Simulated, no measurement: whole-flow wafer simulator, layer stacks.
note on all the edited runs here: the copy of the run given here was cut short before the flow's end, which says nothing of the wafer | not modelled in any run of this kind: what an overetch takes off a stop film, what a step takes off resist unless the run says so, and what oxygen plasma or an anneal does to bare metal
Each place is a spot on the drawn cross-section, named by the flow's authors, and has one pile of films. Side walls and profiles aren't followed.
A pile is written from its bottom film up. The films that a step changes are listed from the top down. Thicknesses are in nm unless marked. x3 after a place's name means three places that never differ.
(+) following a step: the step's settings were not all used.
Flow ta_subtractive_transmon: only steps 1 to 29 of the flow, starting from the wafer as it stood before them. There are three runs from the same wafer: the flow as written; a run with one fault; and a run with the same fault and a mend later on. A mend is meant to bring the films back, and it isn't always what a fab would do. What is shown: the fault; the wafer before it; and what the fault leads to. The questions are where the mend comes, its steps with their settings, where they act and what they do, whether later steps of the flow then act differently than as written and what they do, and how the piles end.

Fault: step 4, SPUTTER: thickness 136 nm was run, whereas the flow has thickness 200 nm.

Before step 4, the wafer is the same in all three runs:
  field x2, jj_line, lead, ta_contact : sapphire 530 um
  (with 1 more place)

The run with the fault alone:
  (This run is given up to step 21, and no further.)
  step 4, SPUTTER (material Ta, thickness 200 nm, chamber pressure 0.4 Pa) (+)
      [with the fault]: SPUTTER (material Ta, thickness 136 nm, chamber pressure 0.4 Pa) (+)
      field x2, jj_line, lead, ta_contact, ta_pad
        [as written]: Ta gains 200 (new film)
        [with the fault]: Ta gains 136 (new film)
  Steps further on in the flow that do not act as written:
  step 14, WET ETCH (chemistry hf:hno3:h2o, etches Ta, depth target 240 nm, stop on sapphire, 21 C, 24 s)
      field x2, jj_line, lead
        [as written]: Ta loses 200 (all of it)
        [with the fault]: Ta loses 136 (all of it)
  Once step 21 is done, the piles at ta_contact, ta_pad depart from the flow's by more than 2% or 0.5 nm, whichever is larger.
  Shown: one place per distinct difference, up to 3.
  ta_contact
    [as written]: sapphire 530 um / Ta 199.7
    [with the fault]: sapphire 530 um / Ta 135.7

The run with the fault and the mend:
  The mend follows step 5.
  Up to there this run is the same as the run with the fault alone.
  step 5a, WET ETCH (chemistry hf:hno3:h2o, etches Ta, depth target 156.5 nm, stop on sapphire, 21 C, 15.65 s)
      field x2, jj_line, lead, ta_contact, ta_pad
        Ta loses 136 (all of it)
  step 5b, SPUTTER (material Ta, thickness 200 nm, chamber pressure 0.4 Pa) (+) (a further turn of the flow's step 4)
      field x2, jj_line, lead, ta_contact, ta_pad
        Ta gains 200 (new film)
  None of the later steps of the flow acts differently than as written at any place that is followed.
  At every place that both follow, the piles at the end match the flow's.
